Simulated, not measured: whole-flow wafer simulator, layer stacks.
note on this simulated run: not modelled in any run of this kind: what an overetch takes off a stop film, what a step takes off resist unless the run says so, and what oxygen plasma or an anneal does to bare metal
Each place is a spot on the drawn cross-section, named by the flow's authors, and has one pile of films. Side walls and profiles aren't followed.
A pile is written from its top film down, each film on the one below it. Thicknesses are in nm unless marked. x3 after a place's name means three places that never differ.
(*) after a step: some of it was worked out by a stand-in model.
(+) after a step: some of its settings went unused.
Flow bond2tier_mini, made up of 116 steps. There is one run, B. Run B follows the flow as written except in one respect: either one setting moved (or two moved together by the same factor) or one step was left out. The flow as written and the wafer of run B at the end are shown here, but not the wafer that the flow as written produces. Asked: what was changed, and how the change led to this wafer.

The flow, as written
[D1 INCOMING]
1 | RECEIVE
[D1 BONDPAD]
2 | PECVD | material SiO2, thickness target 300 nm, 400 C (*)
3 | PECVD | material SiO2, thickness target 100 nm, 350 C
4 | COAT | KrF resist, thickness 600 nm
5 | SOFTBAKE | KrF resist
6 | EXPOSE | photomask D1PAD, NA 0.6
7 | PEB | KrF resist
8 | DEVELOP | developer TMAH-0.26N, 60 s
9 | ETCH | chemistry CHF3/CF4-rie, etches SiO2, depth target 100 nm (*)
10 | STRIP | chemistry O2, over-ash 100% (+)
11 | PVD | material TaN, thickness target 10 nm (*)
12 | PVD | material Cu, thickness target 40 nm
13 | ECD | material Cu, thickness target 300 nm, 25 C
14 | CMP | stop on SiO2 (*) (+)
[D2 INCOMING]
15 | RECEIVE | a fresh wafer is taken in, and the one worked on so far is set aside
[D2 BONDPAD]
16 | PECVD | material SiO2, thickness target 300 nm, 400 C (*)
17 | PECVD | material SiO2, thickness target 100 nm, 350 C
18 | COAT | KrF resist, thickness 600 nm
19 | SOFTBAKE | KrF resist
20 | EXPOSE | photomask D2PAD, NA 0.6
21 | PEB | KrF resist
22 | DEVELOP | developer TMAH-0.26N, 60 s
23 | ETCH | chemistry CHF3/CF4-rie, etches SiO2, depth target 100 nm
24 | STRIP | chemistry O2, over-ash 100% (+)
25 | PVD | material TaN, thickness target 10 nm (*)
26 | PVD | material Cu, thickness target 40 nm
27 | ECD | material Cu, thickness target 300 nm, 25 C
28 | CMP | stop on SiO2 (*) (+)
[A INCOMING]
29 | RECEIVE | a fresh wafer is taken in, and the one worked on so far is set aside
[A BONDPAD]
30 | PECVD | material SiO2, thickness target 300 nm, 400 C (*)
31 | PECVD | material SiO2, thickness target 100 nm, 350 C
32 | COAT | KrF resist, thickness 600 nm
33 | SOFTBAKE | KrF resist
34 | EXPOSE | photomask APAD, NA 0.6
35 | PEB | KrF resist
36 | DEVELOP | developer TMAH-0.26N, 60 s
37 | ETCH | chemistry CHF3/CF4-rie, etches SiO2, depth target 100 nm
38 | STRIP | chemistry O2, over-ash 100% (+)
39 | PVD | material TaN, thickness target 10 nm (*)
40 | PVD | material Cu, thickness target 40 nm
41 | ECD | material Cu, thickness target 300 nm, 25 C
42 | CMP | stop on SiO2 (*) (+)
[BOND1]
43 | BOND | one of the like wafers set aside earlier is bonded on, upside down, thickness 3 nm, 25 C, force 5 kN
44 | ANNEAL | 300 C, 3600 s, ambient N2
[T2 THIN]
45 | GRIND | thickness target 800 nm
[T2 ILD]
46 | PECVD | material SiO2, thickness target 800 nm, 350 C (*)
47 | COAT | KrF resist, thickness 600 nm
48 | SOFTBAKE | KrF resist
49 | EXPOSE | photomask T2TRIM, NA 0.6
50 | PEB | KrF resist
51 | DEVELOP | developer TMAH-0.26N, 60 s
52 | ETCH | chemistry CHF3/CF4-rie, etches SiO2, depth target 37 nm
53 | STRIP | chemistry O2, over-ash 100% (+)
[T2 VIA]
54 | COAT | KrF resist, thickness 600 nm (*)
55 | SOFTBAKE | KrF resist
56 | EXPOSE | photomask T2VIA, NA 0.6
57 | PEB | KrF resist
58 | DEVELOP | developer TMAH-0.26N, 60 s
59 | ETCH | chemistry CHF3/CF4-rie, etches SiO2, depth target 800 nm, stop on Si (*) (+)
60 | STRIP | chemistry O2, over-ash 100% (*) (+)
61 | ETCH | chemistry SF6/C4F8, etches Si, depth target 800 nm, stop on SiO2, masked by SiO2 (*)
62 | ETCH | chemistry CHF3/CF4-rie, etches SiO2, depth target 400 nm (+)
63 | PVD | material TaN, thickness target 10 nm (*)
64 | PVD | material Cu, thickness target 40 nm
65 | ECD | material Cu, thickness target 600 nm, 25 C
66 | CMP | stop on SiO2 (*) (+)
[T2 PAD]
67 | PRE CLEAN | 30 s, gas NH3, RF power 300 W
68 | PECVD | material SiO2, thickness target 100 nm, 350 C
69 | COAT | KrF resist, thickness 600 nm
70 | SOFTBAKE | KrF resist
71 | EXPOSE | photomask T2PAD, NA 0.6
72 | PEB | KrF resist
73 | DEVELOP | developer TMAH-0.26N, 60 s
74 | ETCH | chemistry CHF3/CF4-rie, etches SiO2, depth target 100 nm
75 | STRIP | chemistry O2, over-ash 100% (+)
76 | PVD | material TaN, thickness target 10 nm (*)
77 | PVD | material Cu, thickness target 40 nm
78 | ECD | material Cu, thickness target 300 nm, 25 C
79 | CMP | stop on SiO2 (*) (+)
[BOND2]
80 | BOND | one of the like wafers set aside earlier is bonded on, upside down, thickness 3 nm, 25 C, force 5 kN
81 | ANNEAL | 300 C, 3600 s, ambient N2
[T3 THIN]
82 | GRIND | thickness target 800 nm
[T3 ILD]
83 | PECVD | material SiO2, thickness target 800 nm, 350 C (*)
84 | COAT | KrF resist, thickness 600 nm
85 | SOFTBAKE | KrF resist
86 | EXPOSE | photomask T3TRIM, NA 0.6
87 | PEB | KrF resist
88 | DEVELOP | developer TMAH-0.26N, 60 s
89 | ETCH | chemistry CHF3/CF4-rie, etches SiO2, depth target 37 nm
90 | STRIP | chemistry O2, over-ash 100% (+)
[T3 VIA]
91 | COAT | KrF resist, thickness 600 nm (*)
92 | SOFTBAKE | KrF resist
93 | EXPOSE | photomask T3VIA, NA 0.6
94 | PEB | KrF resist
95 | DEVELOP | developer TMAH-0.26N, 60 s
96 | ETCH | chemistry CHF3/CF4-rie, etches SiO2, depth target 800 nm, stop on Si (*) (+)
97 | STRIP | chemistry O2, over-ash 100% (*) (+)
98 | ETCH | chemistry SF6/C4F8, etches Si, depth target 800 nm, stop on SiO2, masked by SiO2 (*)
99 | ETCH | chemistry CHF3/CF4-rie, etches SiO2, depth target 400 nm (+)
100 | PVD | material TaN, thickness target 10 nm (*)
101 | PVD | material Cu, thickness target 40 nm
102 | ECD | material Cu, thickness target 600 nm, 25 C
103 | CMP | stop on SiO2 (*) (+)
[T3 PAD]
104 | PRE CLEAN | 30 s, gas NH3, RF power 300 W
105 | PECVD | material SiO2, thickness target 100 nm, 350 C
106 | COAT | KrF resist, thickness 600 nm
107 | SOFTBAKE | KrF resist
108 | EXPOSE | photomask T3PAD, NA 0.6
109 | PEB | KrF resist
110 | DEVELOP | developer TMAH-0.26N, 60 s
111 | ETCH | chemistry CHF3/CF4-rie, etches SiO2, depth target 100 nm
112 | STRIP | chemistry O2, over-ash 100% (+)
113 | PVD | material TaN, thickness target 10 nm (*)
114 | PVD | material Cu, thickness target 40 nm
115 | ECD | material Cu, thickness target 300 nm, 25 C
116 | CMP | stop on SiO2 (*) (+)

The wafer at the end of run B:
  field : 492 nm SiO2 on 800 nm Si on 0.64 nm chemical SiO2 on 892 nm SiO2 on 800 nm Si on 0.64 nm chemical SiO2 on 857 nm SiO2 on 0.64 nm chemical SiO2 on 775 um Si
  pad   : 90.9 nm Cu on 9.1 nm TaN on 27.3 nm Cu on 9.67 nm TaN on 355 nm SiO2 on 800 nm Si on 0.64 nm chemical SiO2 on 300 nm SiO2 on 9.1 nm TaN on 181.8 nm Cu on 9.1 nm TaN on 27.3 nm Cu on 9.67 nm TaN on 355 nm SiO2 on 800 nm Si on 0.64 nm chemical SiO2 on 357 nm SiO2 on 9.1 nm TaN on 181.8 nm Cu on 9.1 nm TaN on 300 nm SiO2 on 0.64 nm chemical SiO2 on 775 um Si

The reason: step 3, PECVD: thickness target 157 nm was run, whereas the flow has thickness target 100 nm.

The path from the change to this, step by step:
  3 | PECVD | material SiO2, thickness target 100 nm, 350 C
      field, pad, via: +157 SiO2 (it would be, as written: +100 SiO2)
  43 | BOND | one of the like wafers set aside earlier is bonded on, upside down, thickness 3 nm, 25 C, force 5 kN
      field: +775 um Si (new film), +0.64 chemical SiO2 (new film), +457 SiO2 (it would be, as written: +775 um Si (new film), +0.64 chemical SiO2 (new film), +400 SiO2)
      pad: +775 um Si (new film), +0.64 chemical SiO2 (new film), +357 SiO2 (new film), +9.1 TaN (new film), +90.9 Cu (it would be, as written: +775 um Si (new film), +0.64 chemical SiO2 (new film), +300 SiO2 (new film), +9.1 TaN (new film), +90.9 Cu)
      (and at 1 other place as well)
